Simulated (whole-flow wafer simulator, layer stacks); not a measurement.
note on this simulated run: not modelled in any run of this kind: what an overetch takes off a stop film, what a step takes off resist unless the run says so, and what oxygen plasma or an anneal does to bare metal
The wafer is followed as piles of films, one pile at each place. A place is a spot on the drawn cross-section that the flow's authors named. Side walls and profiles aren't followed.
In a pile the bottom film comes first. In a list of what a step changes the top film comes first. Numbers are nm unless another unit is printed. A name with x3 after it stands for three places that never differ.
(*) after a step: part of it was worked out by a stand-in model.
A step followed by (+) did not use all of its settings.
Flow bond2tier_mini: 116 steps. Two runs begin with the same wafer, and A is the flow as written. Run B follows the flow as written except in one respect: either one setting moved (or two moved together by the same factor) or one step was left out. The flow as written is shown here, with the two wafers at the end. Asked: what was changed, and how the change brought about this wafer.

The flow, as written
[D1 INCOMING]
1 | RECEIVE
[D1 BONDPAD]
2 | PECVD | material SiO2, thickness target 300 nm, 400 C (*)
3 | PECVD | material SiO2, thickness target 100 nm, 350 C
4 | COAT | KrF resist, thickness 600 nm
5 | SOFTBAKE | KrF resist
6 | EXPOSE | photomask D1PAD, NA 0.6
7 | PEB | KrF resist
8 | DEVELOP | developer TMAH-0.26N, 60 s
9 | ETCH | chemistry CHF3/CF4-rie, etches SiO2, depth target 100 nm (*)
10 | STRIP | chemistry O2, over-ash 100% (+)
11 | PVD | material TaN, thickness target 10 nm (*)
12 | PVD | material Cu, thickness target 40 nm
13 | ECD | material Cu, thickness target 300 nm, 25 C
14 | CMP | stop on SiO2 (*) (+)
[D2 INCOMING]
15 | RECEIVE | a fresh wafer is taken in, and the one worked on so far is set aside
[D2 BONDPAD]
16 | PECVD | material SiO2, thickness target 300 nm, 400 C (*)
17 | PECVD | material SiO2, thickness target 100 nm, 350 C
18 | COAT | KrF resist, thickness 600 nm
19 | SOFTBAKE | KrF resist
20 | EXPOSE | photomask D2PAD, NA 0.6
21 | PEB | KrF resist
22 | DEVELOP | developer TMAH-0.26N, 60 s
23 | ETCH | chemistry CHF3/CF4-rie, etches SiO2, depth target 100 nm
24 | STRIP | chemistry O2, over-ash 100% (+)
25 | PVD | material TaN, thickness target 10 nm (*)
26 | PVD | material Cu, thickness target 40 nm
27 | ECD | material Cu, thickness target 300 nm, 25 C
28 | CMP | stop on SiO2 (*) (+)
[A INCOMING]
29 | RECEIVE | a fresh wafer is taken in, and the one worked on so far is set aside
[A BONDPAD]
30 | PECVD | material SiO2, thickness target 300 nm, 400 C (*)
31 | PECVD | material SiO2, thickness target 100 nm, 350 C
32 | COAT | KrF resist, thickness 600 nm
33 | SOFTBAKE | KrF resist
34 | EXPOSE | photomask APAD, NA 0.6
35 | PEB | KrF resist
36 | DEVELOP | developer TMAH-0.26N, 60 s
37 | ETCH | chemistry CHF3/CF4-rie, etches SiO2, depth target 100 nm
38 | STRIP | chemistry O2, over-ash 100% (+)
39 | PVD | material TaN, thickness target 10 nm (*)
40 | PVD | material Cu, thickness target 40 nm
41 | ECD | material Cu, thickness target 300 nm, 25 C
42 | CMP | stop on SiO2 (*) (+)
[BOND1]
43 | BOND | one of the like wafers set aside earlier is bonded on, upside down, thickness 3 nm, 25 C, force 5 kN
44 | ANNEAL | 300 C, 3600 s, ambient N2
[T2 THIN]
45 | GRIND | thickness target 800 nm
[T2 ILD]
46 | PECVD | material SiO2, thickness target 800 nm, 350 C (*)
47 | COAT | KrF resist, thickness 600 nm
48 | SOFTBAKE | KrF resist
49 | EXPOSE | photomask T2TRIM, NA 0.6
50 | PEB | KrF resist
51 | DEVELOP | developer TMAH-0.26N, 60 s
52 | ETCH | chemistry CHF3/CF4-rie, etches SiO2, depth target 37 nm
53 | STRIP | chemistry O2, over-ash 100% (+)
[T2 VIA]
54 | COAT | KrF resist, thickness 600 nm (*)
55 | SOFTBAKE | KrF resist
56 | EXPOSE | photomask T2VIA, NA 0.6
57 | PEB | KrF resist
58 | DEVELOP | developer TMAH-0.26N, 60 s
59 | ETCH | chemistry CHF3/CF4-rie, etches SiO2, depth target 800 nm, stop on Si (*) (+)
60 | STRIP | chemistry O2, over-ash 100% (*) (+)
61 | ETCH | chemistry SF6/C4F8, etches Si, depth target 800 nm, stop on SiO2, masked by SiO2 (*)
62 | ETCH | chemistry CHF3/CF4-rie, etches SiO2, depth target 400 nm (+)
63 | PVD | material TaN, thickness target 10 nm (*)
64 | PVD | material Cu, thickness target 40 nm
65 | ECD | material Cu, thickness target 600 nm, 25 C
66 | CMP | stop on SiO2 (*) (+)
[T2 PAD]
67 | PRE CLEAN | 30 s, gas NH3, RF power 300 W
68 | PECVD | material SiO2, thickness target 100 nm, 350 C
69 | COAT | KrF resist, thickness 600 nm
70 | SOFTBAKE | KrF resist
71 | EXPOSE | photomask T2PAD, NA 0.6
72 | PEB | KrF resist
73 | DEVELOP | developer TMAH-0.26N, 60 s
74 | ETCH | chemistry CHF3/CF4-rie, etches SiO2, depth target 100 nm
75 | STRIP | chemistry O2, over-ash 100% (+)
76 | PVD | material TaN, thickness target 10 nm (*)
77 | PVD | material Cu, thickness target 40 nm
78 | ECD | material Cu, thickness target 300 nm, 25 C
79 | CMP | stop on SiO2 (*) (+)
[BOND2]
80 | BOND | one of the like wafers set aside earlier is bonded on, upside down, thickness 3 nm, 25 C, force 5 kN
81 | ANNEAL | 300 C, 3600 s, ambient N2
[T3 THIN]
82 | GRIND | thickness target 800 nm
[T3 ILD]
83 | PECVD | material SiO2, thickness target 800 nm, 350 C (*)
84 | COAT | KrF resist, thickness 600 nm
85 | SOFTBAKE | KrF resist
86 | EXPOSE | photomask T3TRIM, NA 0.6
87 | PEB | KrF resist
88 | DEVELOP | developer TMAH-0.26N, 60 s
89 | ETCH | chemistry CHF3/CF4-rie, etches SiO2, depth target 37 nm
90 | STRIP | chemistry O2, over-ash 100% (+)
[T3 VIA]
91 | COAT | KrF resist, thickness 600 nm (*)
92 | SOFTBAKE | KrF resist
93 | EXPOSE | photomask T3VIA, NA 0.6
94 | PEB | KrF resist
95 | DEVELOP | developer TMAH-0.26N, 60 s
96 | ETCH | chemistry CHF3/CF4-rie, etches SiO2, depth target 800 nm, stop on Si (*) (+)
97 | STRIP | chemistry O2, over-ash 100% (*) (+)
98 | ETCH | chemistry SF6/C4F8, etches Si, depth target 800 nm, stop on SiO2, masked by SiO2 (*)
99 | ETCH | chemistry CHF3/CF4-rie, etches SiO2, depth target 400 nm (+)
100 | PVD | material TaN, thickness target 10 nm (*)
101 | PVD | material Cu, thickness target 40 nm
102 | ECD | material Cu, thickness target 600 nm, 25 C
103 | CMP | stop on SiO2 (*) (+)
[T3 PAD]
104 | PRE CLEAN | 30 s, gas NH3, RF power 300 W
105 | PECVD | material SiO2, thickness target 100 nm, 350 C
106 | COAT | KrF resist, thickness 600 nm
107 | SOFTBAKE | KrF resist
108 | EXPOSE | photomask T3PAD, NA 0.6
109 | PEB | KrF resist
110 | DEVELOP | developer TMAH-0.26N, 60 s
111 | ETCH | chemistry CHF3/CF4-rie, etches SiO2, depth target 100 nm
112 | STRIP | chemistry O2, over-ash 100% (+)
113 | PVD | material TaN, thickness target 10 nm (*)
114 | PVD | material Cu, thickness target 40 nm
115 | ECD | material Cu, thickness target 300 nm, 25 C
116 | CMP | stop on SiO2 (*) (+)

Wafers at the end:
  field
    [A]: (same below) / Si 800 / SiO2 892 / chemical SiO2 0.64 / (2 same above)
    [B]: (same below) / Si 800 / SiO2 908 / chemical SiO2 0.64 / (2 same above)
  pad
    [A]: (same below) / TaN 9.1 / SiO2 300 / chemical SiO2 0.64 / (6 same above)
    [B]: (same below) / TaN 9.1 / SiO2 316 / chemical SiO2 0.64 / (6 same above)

Cause: step 17, PECVD: thickness target 116 nm was run, whereas the flow has thickness target 100 nm.

Step by step, how the change led to this:
  17 | PECVD | material SiO2, thickness target 100 nm, 350 C
      field, pad, via: A +100 SiO2 | B +116 SiO2
  80 | BOND | one of the like wafers set aside earlier is bonded on, upside down, thickness 3 nm, 25 C, force 5 kN
      field: A +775 um Si (new film), +0.64 chemical SiO2 (new film), +400 SiO2 | B +775 um Si (new film), +0.64 chemical SiO2 (new film), +416 SiO2
      pad: A +775 um Si (new film), +0.64 chemical SiO2 (new film), +300 SiO2 (new film), +9.1 TaN (new film), +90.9 Cu | B +775 um Si (new film), +0.64 chemical SiO2 (new film), +316 SiO2 (new film), +9.1 TaN (new film), +90.9 Cu
